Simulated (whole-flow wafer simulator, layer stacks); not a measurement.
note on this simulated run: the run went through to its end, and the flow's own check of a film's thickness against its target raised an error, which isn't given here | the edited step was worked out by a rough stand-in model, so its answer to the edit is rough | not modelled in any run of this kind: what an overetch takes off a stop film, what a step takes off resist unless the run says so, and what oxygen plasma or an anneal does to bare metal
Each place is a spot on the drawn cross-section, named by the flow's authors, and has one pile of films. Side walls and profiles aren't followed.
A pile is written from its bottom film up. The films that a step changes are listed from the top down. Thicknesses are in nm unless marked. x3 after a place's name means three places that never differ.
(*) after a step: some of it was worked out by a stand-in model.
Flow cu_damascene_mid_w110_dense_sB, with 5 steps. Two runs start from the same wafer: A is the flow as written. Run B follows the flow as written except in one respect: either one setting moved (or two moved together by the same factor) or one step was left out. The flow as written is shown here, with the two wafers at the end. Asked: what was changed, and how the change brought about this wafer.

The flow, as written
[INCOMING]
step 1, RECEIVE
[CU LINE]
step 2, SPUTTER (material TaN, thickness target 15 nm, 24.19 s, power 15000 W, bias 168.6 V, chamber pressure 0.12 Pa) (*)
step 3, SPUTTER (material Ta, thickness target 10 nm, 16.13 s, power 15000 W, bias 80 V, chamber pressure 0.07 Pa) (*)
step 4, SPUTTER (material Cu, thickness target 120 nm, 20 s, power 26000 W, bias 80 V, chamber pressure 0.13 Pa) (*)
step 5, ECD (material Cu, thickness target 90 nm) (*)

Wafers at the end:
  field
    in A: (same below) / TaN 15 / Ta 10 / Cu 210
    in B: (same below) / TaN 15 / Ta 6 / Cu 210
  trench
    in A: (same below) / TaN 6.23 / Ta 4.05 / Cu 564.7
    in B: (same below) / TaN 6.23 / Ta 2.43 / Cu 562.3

What caused this: step 3, SPUTTER: thickness target 6 nm was run, whereas the flow has thickness target 10 nm; step 3, SPUTTER: 9.68 s was run, where the flow has 16.13 s.
The wafer lets one read it off: field has Ta 6, and step 3 as written asks for 10 nm.

The path from the change to this, step by step:
  step 3, SPUTTER (material Ta, thickness target 10 nm, 16.13 s, power 15000 W, bias 80 V, chamber pressure 0.07 Pa) (*)
      field: A +10 Ta (new film) | B +6 Ta (new film)
      trench: A +4.05 Ta (new film) | B +2.43 Ta (new film)
